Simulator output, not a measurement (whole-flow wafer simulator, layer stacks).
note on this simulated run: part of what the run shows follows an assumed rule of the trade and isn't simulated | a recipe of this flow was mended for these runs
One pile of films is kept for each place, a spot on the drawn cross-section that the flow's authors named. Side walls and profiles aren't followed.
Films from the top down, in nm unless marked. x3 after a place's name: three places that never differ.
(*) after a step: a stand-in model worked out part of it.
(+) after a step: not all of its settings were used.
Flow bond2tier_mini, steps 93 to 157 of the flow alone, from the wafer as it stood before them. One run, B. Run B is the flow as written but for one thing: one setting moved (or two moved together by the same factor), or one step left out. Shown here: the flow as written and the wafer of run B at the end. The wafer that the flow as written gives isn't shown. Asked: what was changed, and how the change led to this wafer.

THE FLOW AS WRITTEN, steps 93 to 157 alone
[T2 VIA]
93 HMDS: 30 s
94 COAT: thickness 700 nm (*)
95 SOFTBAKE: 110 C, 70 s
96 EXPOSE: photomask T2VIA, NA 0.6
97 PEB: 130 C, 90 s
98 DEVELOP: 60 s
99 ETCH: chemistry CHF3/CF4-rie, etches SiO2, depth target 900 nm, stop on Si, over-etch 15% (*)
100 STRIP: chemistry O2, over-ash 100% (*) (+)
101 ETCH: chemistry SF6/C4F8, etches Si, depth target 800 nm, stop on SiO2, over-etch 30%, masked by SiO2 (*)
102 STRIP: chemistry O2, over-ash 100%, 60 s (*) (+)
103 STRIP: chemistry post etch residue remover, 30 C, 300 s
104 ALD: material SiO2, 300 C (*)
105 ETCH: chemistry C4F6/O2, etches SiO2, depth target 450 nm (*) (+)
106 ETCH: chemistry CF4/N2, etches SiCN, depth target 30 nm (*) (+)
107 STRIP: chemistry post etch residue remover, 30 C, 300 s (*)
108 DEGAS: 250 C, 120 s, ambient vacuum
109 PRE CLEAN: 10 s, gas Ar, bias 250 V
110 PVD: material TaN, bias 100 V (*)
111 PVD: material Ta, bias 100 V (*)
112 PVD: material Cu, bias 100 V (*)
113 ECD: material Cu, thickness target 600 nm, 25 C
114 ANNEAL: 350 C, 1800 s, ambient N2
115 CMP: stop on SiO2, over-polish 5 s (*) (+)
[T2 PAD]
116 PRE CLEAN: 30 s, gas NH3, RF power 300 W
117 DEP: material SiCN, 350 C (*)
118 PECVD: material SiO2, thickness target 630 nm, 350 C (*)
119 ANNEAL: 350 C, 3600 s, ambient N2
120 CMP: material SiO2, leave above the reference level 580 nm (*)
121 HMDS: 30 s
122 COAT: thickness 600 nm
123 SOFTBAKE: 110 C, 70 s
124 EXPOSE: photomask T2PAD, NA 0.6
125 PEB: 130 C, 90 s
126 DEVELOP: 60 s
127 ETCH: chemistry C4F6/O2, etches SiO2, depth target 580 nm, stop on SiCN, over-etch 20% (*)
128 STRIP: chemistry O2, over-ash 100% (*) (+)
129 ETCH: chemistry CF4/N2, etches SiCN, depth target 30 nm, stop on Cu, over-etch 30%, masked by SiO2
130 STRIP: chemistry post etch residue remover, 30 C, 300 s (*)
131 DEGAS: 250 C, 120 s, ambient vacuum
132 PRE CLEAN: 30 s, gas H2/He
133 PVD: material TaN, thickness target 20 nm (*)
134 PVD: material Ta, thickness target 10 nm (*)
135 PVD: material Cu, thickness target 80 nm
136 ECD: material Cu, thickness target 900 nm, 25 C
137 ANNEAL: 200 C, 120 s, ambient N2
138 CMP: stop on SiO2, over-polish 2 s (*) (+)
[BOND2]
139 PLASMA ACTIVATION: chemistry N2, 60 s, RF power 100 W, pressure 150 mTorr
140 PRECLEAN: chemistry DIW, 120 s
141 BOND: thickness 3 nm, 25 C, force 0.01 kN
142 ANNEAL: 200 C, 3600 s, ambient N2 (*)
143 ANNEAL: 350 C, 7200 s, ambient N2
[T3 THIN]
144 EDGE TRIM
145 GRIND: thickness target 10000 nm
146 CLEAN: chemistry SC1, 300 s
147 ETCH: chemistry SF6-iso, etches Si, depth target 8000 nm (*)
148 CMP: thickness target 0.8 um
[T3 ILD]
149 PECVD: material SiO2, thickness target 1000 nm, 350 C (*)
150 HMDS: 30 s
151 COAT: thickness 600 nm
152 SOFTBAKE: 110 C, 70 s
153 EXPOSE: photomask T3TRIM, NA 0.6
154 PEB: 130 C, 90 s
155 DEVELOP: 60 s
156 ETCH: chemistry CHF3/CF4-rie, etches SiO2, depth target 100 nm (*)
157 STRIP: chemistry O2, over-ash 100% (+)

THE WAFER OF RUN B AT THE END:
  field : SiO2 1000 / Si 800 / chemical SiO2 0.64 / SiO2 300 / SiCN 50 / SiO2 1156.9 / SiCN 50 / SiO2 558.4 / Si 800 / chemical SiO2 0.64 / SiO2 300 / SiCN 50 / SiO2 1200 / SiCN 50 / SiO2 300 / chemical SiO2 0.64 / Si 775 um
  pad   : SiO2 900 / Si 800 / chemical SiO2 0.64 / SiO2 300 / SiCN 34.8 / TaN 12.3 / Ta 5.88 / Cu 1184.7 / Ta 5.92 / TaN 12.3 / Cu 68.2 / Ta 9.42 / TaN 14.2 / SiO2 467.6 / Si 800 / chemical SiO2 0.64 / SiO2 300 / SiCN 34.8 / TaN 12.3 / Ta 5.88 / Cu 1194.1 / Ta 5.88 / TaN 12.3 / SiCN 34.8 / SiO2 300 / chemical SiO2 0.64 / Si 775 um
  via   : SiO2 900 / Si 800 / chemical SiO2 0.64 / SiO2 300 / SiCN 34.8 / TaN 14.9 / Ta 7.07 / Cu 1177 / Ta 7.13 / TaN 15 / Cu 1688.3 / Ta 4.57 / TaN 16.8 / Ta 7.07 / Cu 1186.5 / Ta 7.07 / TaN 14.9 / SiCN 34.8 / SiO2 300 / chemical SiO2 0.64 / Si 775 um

The cause: step 109, PRE CLEAN: bias 160 V was run, where the flow has bias 250 V.

How the change led to this, step by step:
  109 PRE CLEAN: 10 s, gas Ar, bias 250 V
      field, pad: SiO2 -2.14 (as written it would be: SiO2 -3)
      via: TaN -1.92 (as written it would be: TaN -3.19)
